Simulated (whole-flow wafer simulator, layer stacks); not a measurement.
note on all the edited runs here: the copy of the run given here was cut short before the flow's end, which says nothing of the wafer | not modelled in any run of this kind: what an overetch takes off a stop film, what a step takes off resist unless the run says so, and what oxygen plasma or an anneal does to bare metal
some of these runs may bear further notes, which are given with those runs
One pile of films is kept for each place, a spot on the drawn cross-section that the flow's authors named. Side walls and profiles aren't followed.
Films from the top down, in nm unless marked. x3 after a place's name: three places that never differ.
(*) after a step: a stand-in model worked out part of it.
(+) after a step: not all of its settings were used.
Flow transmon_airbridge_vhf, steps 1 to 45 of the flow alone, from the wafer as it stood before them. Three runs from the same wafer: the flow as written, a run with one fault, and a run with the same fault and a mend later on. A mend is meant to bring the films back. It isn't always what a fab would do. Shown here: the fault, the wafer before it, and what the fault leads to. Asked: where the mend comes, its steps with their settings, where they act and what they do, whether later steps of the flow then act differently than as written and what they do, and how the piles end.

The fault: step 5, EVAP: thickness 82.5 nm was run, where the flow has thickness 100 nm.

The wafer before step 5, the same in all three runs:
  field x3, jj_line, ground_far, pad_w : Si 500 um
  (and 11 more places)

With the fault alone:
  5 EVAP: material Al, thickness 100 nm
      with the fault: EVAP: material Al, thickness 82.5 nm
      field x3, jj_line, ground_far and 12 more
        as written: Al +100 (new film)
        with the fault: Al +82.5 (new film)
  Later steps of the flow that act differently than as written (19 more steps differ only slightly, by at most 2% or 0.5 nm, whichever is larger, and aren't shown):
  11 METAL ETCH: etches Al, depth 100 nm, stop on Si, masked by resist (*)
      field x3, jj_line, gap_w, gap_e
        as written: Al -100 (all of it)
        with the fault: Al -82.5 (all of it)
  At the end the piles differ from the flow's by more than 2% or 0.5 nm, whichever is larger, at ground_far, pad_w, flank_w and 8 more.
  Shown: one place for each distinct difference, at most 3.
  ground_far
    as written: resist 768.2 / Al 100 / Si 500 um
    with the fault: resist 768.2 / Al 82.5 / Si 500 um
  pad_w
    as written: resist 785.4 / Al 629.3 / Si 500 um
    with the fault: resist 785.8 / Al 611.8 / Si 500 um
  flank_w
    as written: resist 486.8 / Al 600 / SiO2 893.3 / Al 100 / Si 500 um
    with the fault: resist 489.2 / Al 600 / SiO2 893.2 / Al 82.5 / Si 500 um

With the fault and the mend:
  The mend comes after step 10.
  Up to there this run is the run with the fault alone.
  10a STRIP: i-line resist, 80 C, 600 s (+)
      ground_far, pad_w, flank_w and 8 more
        i-line resist -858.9 (all of it)
  10b EVAP: material Al, thickness 17.5 nm (the flow's step 5 once more, with other settings)
      field x3, jj_line, ground_far and 12 more
        Al +17.5
  10c COAT: i-line resist, thickness 900 nm (the flow's step 6 once more)
      field x3, jj_line, ground_far and 12 more
        i-line resist +900 (new film)
  10d SOFTBAKE: i-line resist, 90 C, 90 s (the flow's step 7 once more)
      changes no film at any place that is followed
  10e EXPOSE: i-line resist, thickness 900 nm, photomask AB CPW, dose 155.4 mJ/cm2, NA 0.45, wavelength 365 nm (*) (the flow's step 8 once more)
      changes no film at any place that is followed
  10f PEB: i-line resist, 110 C, 60 s (the flow's step 9 once more)
      field x3, jj_line, ground_far and 12 more
        i-line resist -41
  10g DEVELOP: i-line resist, thickness 900 nm, developer developer-B, 60 s (the flow's step 10 once more)
      ground_far, pad_w, flank_w and 8 more
        i-line resist -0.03
      field x3, jj_line, gap_w, gap_e
        i-line resist -859 (all of it)
  No later step of the flow acts differently than as written at any place that is followed.
  At the end the piles are the same as the flow's at every place that both follow.
